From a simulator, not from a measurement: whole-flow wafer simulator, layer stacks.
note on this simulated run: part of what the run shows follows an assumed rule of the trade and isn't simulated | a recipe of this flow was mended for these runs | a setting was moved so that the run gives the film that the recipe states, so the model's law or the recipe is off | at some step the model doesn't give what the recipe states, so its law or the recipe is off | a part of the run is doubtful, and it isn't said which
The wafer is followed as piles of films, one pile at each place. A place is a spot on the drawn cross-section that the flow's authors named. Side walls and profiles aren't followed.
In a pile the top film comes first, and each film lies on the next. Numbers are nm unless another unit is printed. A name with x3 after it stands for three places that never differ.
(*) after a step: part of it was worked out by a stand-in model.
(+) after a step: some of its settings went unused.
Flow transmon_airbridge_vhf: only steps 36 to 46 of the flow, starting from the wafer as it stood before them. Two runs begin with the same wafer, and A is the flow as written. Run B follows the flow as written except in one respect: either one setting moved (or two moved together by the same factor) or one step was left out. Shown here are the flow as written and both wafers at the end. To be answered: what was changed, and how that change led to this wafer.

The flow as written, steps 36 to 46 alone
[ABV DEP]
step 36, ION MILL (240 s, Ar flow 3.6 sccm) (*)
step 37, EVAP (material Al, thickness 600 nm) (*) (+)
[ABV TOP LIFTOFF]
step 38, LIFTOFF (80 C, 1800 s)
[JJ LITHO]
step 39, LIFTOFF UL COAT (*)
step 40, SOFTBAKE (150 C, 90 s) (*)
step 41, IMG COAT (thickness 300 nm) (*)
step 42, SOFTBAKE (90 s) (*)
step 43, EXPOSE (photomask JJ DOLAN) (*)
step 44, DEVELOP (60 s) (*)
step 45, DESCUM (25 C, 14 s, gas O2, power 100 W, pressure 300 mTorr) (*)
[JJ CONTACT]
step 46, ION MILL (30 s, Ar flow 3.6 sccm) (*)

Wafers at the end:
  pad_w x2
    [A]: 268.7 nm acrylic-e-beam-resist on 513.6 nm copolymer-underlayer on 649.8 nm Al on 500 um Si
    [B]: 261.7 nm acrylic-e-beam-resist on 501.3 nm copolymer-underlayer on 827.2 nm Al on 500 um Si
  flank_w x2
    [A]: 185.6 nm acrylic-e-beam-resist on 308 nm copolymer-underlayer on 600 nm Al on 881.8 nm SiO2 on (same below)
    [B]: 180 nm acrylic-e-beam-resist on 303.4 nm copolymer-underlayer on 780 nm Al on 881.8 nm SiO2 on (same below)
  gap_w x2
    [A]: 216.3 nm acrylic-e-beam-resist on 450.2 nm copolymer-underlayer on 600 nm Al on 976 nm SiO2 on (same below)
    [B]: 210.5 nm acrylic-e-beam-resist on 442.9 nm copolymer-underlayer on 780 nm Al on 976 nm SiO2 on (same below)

Cause: step 37, EVAP: thickness 780 nm was run, whereas the flow has thickness 600 nm.
One can read it off the wafer: flank_w x2 has Al 780, and step 37 as written asks for 600 nm.

The path from the change to this, step by step:
  step 37, EVAP (material Al, thickness 600 nm) (*) (+)
      field x3, jj_line, ground_far and 10 more: A Al gains 600 (new film) | B Al gains 780 (new film)
      pad_w x2: A Al gains 591.1 | B Al gains 768.4
  step 38, LIFTOFF (80 C, 1800 s)
      field x3, jj_line, trace_open_s x2: A Al loses 600 (all of it), i-line-resist loses 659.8 (all of it), lift-off-underlayer loses 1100 (all of it), acrylic-e-beam-resist loses 240 (all of it) | B Al loses 780 (all of it), i-line-resist loses 659.8 (all of it), lift-off-underlayer loses 1100 (all of it), acrylic-e-beam-resist loses 240 (all of it)
      margin_s, margin_n: A Al loses 600 (all of it), i-line-resist loses 378.2 (all of it), lift-off-underlayer loses 823.4 (all of it), acrylic-e-beam-resist loses 168.6 (all of it) | B Al loses 780 (all of it), i-line-resist loses 378.2 (all of it), lift-off-underlayer loses 823.4 (all of it), acrylic-e-beam-resist loses 168.6 (all of it)
      (as well as at 1 more place)
  step 39, LIFTOFF UL COAT (*)
      pad_w x2: A copolymer-underlayer gains 513.6 (new film) | B copolymer-underlayer gains 501.3 (new film)
      margin_s, margin_n: A copolymer-underlayer gains 446.3 (new film) | B copolymer-underlayer gains 459.5 (new film)
      (as well as at 1 more place)
  step 41, IMG COAT (thickness 300 nm) (*)
      pad_w x2: A acrylic-e-beam-resist gains 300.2 (new film) | B acrylic-e-beam-resist gains 293.2 (new film)
      flank_w x2: A acrylic-e-beam-resist gains 217.1 (new film) | B acrylic-e-beam-resist gains 211.5 (new film)
      (as well as at 4 more places)
